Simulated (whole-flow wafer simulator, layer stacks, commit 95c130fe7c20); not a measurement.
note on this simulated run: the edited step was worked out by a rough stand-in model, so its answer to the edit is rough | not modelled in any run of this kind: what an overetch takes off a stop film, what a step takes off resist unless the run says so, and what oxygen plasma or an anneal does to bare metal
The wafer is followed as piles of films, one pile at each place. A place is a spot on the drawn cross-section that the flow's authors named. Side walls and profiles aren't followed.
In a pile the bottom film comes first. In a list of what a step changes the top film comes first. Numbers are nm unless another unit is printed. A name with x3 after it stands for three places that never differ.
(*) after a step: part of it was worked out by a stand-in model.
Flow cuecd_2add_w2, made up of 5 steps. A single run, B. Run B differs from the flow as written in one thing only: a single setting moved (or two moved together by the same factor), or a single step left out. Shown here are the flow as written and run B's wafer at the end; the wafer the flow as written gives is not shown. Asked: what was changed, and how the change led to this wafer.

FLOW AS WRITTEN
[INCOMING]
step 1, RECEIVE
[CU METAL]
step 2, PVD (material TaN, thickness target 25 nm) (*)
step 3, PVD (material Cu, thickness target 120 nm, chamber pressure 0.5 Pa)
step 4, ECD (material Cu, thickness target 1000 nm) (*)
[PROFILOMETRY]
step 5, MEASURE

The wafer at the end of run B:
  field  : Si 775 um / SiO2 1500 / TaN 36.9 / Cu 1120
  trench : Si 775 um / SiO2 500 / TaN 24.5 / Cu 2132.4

The reason: step 2, PVD: thickness target 36.9 nm was run, though the flow has thickness target 25 nm.
One can read it off the wafer: field has TaN 36.9, and step 2 as written asks for 25 nm.

The path from the change to this, step by step:
  step 2, PVD (material TaN, thickness target 25 nm) (*)
      field: TaN gains 36.9 (new film) (in the flow as written it would be: TaN gains 25 (new film))
      trench: TaN gains 24.5 (new film) (in the flow as written it would be: TaN gains 16.6 (new film))
